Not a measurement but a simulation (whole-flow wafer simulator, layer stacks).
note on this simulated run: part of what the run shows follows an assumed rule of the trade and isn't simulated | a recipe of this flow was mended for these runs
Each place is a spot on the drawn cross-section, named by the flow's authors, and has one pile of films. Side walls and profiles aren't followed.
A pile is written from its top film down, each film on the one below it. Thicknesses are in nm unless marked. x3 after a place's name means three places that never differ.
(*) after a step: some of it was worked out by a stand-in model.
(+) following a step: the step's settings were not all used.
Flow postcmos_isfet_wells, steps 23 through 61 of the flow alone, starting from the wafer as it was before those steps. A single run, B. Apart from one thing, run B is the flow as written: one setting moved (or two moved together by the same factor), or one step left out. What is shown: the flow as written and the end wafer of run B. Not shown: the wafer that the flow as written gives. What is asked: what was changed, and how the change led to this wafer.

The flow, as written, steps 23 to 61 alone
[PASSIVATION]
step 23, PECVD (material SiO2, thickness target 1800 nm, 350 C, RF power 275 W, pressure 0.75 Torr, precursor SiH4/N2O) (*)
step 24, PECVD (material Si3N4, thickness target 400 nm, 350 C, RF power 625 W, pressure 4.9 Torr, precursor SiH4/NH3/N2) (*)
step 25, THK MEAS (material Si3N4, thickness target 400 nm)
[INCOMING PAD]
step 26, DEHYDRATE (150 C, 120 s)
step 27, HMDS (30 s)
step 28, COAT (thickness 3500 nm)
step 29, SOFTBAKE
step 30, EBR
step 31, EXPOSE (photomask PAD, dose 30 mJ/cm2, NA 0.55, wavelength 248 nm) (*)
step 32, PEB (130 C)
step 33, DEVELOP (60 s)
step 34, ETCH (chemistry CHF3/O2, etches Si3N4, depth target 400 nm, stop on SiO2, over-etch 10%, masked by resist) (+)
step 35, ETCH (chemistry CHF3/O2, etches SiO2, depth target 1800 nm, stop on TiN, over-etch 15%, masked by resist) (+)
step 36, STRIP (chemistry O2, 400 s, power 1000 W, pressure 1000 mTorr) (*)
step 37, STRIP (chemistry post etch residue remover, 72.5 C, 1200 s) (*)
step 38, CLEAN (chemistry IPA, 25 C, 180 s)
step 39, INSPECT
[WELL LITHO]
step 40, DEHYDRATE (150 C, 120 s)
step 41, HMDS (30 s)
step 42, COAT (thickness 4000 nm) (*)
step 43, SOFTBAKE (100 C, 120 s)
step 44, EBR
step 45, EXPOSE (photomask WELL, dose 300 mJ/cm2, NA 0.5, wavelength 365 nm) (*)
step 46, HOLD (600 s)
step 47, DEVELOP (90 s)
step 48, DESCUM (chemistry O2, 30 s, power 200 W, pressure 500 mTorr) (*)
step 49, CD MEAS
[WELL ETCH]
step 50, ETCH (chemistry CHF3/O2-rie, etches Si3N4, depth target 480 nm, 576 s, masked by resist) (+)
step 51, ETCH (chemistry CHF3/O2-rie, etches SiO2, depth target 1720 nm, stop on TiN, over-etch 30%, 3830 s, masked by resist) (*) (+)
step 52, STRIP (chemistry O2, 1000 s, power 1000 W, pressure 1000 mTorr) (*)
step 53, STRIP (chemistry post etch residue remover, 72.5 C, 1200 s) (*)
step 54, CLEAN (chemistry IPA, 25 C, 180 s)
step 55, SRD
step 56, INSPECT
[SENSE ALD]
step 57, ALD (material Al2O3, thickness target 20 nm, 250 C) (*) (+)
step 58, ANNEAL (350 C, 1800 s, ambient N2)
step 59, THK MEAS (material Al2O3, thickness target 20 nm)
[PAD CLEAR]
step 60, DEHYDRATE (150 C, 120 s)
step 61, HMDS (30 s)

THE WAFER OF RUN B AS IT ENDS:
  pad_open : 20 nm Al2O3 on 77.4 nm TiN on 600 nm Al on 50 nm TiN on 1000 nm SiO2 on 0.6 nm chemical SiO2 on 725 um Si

Cause: step 34, ETCH: depth target 352 nm was run, though the flow has depth target 400 nm.

Step by step, how the change led to this:
  step 34, ETCH (chemistry CHF3/O2, etches Si3N4, depth target 400 nm, stop on SiO2, over-etch 10%, masked by resist) (+)
      pad_open: Si3N4 loses 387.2 (as written it would have been: Si3N4 loses 400 (all of it), SiO2 loses 20)
      field, margin x2, well900 x4, pad_clr: thick-KrF-resist loses 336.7 (as written it would have been: thick-KrF-resist loses 382.6)
  step 35, ETCH (chemistry CHF3/O2, etches SiO2, depth target 1800 nm, stop on TiN, over-etch 15%, masked by resist) (+)
      pad_open: Si3N4 loses 12.8 (all of it), SiO2 loses 1800 (all of it), TiN loses 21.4 (as written it would have been: SiO2 loses 1780 (all of it), TiN loses 24.2)
